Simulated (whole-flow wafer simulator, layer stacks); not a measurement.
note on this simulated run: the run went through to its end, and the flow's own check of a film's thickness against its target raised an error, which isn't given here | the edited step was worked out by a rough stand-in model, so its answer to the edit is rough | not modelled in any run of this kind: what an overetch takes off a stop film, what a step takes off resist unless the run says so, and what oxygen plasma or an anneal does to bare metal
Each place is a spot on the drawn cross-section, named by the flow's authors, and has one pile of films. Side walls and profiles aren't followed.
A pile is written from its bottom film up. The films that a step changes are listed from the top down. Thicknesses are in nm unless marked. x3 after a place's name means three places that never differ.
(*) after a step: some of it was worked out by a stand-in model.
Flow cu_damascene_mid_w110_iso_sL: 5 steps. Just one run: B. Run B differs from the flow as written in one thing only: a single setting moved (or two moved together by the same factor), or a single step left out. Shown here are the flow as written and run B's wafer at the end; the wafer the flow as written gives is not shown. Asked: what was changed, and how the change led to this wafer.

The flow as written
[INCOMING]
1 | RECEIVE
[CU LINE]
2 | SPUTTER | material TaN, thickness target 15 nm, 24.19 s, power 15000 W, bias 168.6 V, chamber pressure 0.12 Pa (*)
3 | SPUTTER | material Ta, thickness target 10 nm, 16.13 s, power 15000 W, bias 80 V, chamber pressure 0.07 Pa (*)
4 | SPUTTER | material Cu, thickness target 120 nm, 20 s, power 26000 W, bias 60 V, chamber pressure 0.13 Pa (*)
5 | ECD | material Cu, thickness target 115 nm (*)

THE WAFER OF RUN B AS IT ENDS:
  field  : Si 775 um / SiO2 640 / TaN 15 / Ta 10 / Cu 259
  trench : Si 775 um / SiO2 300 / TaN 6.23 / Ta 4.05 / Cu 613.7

What caused this: step 4, SPUTTER: thickness target 144 nm was run, while the flow as written has thickness target 120 nm; step 4, SPUTTER: 24 s was run, where the flow has 20 s.

How this came from the change, step by step:
  4 | SPUTTER | material Cu, thickness target 120 nm, 20 s, power 26000 W, bias 60 V, chamber pressure 0.13 Pa (*)
      field: Cu gains 144 (new film) (in the flow as written it would be: Cu gains 120 (new film))
      trench: Cu gains 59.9 (new film) (in the flow as written it would be: Cu gains 49.9 (new film))
  5 | ECD | material Cu, thickness target 115 nm (*)
      trench: Cu gains 553.8 (in the flow as written it would be: Cu gains 539.8)
